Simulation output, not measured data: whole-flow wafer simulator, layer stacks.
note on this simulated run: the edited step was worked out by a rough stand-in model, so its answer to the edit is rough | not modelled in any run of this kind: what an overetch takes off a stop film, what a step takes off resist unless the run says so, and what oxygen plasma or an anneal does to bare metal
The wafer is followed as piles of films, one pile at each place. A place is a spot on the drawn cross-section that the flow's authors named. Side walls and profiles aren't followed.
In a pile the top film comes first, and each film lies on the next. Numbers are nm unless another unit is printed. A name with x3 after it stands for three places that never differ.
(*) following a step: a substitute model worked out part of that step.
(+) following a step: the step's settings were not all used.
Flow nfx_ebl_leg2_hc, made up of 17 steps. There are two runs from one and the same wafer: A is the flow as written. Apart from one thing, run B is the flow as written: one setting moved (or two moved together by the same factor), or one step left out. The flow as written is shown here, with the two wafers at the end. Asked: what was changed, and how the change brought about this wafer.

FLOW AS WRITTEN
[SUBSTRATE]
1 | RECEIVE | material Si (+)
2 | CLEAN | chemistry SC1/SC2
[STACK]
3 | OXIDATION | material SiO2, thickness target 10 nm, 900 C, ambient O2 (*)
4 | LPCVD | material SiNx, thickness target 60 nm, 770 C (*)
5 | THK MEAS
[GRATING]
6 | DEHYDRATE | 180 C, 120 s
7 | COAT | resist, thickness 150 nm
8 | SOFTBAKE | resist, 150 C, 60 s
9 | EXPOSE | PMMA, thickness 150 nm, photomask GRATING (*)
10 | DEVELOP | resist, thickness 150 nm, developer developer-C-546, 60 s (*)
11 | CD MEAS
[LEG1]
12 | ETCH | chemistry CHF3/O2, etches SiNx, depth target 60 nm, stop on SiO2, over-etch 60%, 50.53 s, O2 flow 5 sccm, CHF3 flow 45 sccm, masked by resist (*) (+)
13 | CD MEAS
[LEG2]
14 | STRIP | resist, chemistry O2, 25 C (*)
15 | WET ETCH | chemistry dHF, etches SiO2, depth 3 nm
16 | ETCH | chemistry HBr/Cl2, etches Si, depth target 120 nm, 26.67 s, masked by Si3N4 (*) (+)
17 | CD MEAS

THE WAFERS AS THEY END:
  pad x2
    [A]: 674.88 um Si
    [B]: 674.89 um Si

Cause: step 12, ETCH: depth target 45 nm was run, while the flow as written has depth target 60 nm.

The path from the change to this, step by step:
  12 | ETCH | chemistry CHF3/O2, etches SiNx, depth target 60 nm, stop on SiO2, over-etch 60%, 50.53 s, O2 flow 5 sccm, CHF3 flow 45 sccm, masked by resist (*) (+)
      pad x2: A SiNx loses 60 (all of it), SiO2 loses 10 (all of it) | B SiNx loses 60 (all of it), SiO2 loses 6
      field x2: A resist loses 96 | B resist loses 72
  14 | STRIP | resist, chemistry O2, 25 C (*)
      pad x2: A chemical SiO2 gains 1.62 (new film), Si loses 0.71 | B nothing
      field x2: A resist loses 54 (all of it) | B resist loses 78 (all of it)
  15 | WET ETCH | chemistry dHF, etches SiO2, depth 3 nm
      pad x2: A chemical SiO2 loses 1.62 (all of it) | B SiO2 loses 3
  16 | ETCH | chemistry HBr/Cl2, etches Si, depth target 120 nm, 26.67 s, masked by Si3N4 (*) (+)
      pad x2: A Si loses 120 | B SiO2 loses 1 (all of it), Si loses 107
